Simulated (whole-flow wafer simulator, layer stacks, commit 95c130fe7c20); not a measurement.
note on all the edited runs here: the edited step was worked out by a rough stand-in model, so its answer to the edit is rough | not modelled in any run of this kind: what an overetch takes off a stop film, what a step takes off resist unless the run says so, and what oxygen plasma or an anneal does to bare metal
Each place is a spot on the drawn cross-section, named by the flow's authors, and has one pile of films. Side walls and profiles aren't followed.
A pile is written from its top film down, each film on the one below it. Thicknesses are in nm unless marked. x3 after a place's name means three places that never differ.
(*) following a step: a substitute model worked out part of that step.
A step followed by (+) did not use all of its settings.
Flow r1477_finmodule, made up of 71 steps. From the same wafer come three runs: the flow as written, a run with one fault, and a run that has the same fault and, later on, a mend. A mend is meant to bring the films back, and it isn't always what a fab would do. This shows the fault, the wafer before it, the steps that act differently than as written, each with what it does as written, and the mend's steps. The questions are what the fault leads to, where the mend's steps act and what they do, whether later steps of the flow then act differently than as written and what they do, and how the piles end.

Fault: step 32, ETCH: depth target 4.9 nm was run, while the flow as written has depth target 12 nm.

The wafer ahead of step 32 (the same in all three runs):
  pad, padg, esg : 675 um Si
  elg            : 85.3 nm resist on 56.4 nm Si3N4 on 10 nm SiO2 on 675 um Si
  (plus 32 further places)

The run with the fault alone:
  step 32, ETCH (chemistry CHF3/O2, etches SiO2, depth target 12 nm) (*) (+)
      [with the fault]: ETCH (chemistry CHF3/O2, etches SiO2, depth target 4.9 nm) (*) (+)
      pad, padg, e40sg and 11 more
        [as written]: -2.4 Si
        [with the fault]: -0.98 Si
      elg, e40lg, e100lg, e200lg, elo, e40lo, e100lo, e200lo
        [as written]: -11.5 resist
        [with the fault]: -4.7 resist
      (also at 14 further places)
  Steps later in the flow that act otherwise than as written (2 other steps are not shown; they differ only slightly, by no more than 2% or 0.5 nm, whichever is larger):
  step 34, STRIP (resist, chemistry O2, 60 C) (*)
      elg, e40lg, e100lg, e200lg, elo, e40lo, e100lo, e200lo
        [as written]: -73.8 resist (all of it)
        [with the fault]: -80.6 resist (all of it)
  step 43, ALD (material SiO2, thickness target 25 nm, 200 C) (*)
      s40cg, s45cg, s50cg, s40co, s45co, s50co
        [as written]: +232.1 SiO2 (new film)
        [with the fault]: +237.8 SiO2 (new film)
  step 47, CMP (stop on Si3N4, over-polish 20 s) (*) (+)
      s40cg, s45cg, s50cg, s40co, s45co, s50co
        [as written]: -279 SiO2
        [with the fault]: -286.1 SiO2
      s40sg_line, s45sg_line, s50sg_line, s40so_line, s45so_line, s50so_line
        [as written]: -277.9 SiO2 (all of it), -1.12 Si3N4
        [with the fault]: -285 SiO2 (all of it), -1.12 Si3N4
  The piles end only slightly different from the flow's at the places that both follow, by no more than 2% or 0.5 nm, whichever is larger.

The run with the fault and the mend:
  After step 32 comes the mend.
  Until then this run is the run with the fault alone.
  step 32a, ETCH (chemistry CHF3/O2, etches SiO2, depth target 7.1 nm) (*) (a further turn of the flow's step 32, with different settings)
      pad, padg, e40sg and 11 more
        -1.42 Si
      elg, e40lg, e100lg, e200lg, elo, e40lo, e100lo, e200lo
        -6.8 resist
      s40sg_line, s45sg_line, s50sg_line, s40so_line, s45so_line, s50so_line
        -7.1 SiO2
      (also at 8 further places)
  Every later step of the flow that is run acts as written, at every place that is followed, to within 2% or 0.5 nm, whichever is larger.
  The piles end only slightly different from the flow's at the places that both follow, by no more than 2% or 0.5 nm, whichever is larger.
